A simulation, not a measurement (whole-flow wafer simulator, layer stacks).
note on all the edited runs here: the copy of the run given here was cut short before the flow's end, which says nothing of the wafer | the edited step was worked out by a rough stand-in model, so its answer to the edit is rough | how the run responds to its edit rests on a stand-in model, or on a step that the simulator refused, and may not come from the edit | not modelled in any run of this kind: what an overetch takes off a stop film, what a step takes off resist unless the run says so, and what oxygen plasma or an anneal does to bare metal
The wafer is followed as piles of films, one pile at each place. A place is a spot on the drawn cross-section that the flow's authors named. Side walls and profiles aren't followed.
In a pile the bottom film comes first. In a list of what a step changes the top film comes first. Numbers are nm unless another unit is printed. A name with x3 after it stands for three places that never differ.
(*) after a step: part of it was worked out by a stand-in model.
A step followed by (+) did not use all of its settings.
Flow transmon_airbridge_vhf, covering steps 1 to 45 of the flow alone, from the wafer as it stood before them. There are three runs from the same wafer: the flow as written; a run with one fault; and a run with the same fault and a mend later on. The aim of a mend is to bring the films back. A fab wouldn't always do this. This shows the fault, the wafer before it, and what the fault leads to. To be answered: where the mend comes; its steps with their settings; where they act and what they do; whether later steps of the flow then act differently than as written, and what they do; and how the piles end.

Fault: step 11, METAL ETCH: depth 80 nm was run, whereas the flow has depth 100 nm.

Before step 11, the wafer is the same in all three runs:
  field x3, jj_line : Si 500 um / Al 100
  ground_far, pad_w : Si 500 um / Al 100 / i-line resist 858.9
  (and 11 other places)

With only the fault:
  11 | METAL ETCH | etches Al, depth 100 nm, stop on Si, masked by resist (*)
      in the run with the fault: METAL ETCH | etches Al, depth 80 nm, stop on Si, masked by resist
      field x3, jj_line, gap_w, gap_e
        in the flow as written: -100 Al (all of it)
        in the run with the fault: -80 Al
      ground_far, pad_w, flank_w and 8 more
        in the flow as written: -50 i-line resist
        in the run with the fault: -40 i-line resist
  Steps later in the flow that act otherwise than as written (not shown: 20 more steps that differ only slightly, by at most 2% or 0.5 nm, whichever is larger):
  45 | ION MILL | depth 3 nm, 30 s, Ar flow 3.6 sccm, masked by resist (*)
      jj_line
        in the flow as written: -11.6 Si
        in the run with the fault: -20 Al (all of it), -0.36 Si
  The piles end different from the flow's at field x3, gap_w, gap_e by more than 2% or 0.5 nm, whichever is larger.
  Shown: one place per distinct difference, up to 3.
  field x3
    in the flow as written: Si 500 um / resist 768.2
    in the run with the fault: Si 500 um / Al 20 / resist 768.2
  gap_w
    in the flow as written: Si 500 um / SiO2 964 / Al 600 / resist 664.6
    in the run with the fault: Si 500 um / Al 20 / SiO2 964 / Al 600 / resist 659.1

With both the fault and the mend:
  The mend follows step 12.
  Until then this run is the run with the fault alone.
  12a | COAT | i-line resist, thickness 900 nm (*) (a further turn of the flow's step 6)
      field x3, jj_line, trace_open_s x2, margin_s, bridge_strip, margin_n
        +900 i-line resist (new film)
      pad_w, pad_e
        +890.2 i-line resist (new film)
      flank_w, flank_e
        +881.2 i-line resist (new film)
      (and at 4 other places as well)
  12b | SOFTBAKE | i-line resist, 90 C, 90 s (a further turn of the flow's step 7)
      flank_w, flank_e
        -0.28 i-line resist
      gap_w, gap_e
        +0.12 i-line resist
  12c | EXPOSE | i-line resist, thickness 900 nm, photomask AB CPW, dose 155.4 mJ/cm2, NA 0.45, wavelength 365 nm (*) (a further turn of the flow's step 8)
      leaves every film unchanged at each place that is followed
  12d | PEB | i-line resist, 110 C, 60 s (a further turn of the flow's step 9)
      field x3, jj_line, trace_open_s x2, margin_s, bridge_strip, margin_n
        -41 i-line resist
      pad_w, pad_e
        -40.6 i-line resist
      flank_w, flank_e
        -40.2 i-line resist
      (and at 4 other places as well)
  12e | DEVELOP | i-line resist, thickness 900 nm, developer developer-B, 60 s (a further turn of the flow's step 10)
      pad_w, pad_e, trace_open_s x2, margin_s, bridge_strip, margin_n
        -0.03 i-line resist
      field x3, jj_line
        -859 i-line resist (all of it)
      gap_w, gap_e
        -900.7 i-line resist (all of it)
  12f | METAL ETCH | etches Al, depth 20 nm, stop on Si, masked by resist (*) (a further turn of the flow's step 11, with different settings)
      ground_far, pad_w, flank_w and 8 more
        -10 i-line resist
      field x3, jj_line, gap_w, gap_e
        -20 Al (all of it)
  12g | STRIP | i-line resist, 80 C, 600 s (*) (+) (a further turn of the flow's step 12)
      trace_open_s x2, margin_s, bridge_strip, margin_n
        -848.9 i-line resist (all of it)
      pad_w, pad_e
        -839.5 i-line resist (all of it)
      flank_w, flank_e
        -830.8 i-line resist (all of it)
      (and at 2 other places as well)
  Every later step of the flow that is run acts as written at every place that is followed.
  By the end, the piles equal the flow's at every place that both follow.
